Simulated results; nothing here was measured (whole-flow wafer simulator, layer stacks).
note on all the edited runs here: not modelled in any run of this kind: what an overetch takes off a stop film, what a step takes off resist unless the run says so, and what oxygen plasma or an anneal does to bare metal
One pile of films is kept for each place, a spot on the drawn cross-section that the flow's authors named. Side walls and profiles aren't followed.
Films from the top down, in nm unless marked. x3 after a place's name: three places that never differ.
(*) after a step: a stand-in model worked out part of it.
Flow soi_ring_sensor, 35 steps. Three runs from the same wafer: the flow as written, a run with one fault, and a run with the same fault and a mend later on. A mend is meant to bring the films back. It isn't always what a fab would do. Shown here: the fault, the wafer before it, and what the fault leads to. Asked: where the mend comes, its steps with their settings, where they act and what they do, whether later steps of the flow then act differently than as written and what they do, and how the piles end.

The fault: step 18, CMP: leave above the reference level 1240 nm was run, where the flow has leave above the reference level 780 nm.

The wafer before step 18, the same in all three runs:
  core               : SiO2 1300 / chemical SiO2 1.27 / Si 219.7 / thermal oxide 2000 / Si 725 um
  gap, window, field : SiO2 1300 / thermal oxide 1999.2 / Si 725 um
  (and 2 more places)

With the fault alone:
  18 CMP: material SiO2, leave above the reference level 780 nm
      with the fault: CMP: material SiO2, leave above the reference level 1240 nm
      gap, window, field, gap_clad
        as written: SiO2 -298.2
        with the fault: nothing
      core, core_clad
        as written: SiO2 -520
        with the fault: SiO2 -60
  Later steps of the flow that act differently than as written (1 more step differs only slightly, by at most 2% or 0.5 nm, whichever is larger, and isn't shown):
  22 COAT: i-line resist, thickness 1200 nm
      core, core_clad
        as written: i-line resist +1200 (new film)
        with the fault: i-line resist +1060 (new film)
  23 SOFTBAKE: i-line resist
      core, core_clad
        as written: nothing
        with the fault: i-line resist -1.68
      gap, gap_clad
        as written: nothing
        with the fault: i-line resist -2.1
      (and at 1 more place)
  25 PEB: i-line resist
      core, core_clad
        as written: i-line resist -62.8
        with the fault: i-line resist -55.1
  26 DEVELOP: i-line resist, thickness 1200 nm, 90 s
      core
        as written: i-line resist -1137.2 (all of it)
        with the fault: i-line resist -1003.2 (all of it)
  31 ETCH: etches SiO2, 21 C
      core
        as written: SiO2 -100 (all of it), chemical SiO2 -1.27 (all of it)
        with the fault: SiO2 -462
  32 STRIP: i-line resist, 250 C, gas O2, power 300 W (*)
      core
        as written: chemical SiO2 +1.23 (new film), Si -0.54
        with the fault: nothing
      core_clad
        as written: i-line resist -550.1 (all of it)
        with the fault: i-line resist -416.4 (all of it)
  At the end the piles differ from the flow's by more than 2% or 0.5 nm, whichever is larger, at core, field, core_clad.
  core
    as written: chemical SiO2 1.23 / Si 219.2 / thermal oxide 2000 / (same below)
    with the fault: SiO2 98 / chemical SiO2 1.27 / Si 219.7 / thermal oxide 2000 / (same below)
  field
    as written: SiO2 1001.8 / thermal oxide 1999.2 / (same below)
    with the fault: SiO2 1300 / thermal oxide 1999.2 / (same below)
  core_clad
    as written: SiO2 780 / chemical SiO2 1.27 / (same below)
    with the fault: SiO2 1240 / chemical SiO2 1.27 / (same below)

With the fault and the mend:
  The mend comes after step 27.
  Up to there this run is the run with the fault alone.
  27a STRIP: i-line resist, 250 C, gas O2, power 300 W (*)
      field
        i-line resist -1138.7 (all of it)
      core_clad
        i-line resist -1003.2 (all of it)
      gap_clad
        i-line resist -1157.3 (all of it)
  27b CMP: material SiO2, leave above the reference level 780 nm (the flow's step 18 once more)
      gap, window, field, gap_clad
        SiO2 -298.2
      core, core_clad
        SiO2 -460
  27c HMDS: 120 C, 60 s (the flow's step 21 once more)
      changes no film at any place that is followed
  27d COAT: i-line resist, thickness 1200 nm (the flow's step 22 once more)
      core, gap, window, field, core_clad, gap_clad
        i-line resist +1200 (new film)
  27e SOFTBAKE: i-line resist (the flow's step 23 once more)
      changes no film at any place that is followed
  27f EXPOSE: photomask WINDOW, dose 101 mJ/cm2, NA 0.5, wavelength 365 nm (*) (the flow's step 24 once more)
      changes no film at any place that is followed
  27g PEB: i-line resist (the flow's step 25 once more)
      core, gap, window, field, core_clad, gap_clad
        i-line resist -62.8
  27h DEVELOP: i-line resist, thickness 1200 nm, 90 s (the flow's step 26 once more)
      core, gap, window
        i-line resist -1137.2 (all of it)
      field, core_clad, gap_clad
        i-line resist -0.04
  No later step of the flow acts differently than as written at any place that is followed.
  At the end the piles are the same as the flow's at every place that both follow.
